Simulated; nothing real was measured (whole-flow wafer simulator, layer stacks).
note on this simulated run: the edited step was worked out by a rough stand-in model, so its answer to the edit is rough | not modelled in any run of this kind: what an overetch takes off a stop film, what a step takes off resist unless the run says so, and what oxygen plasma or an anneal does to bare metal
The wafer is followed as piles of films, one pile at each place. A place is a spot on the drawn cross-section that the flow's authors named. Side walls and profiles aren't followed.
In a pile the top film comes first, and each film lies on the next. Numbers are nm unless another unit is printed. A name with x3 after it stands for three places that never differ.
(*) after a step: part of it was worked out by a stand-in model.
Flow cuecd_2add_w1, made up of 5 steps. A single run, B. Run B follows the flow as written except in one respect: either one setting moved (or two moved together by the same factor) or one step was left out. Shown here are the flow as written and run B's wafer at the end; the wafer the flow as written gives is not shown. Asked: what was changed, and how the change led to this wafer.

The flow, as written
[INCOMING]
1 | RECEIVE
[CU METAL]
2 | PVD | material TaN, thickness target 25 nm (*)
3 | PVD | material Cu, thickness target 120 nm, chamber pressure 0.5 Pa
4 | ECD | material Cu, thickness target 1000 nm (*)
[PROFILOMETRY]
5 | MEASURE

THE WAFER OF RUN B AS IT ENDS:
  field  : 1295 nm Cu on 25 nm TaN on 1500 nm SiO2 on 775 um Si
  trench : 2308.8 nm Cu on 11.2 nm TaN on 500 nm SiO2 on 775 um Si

The reason: step 4, ECD: thickness target 1175 nm was run, though the flow has thickness target 1000 nm.

How this came from the change, step by step:
  4 | ECD | material Cu, thickness target 1000 nm (*)
      field: Cu gains 1175 (as written it would have been: Cu gains 1000)
      trench: Cu gains 2255.2 (as written it would have been: Cu gains 2080.2)
